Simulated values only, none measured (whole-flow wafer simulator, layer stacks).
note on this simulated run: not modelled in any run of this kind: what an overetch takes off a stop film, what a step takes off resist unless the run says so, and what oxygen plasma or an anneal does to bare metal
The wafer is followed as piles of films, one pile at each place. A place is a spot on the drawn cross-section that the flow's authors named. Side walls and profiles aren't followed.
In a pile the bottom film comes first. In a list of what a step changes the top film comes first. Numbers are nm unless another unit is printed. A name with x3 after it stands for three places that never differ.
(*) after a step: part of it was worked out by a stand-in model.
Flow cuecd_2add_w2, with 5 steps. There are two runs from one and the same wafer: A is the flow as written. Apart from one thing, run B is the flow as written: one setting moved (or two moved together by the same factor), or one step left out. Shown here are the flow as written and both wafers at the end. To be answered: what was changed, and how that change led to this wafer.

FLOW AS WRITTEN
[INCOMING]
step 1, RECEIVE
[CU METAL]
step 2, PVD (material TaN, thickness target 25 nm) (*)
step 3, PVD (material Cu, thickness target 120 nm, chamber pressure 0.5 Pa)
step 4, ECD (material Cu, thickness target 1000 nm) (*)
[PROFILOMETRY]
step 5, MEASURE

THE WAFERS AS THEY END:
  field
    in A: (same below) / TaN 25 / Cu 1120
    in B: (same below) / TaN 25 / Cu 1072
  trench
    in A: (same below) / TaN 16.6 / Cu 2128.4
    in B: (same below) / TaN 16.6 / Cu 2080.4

What caused this: step 3, PVD: thickness target 72 nm was run, whereas the flow has thickness target 120 nm.

The path from the change to this, step by step:
  step 3, PVD (material Cu, thickness target 120 nm, chamber pressure 0.5 Pa)
      field: A +120 Cu (new film) | B +72 Cu (new film)
      trench: A +80.8 Cu (new film) | B +48.6 Cu (new film)
